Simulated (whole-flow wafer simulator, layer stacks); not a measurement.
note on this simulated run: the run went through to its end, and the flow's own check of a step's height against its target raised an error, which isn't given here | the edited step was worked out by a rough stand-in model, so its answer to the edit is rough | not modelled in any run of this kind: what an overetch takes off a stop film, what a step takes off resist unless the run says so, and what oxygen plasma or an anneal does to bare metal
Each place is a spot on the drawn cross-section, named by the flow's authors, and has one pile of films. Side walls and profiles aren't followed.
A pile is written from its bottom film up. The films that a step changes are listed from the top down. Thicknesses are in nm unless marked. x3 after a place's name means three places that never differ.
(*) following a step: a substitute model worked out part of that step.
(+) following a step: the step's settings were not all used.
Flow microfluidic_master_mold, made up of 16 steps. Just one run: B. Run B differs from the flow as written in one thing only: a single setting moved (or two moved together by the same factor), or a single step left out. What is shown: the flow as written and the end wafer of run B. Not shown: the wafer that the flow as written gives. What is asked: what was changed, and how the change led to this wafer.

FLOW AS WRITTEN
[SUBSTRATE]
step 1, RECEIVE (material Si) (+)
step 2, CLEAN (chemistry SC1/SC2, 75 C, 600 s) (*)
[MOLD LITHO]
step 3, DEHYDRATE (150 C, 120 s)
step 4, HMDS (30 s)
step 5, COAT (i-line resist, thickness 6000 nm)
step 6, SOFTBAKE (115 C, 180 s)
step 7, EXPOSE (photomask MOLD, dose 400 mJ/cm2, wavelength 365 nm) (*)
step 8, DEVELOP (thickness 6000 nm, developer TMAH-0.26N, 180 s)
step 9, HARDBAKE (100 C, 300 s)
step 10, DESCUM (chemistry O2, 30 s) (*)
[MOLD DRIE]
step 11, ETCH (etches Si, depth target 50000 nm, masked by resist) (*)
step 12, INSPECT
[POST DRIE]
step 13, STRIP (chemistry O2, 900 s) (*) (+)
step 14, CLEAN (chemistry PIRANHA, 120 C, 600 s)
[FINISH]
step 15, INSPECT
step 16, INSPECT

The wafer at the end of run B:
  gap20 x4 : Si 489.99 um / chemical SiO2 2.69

What caused this: step 11, ETCH: depth target 35000 nm was run, whereas the flow has depth target 50000 nm.

Step by step, how the change led to this:
  step 11, ETCH (etches Si, depth target 50000 nm, masked by resist) (*)
      gap20 x4: -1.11 chemical SiO2 (all of it), -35 um Si (in the flow as written it would be: -1.11 chemical SiO2 (all of it), -50 um Si)
      ridge: -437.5 i-line resist (in the flow as written it would be: -625 i-line resist)
  step 13, STRIP (chemistry O2, 900 s) (*) (+)
      ridge: -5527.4 i-line resist (all of it), +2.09 chemical SiO2, -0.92 Si (in the flow as written it would be: -5339.9 i-line resist (all of it), +2.09 chemical SiO2, -0.92 Si)
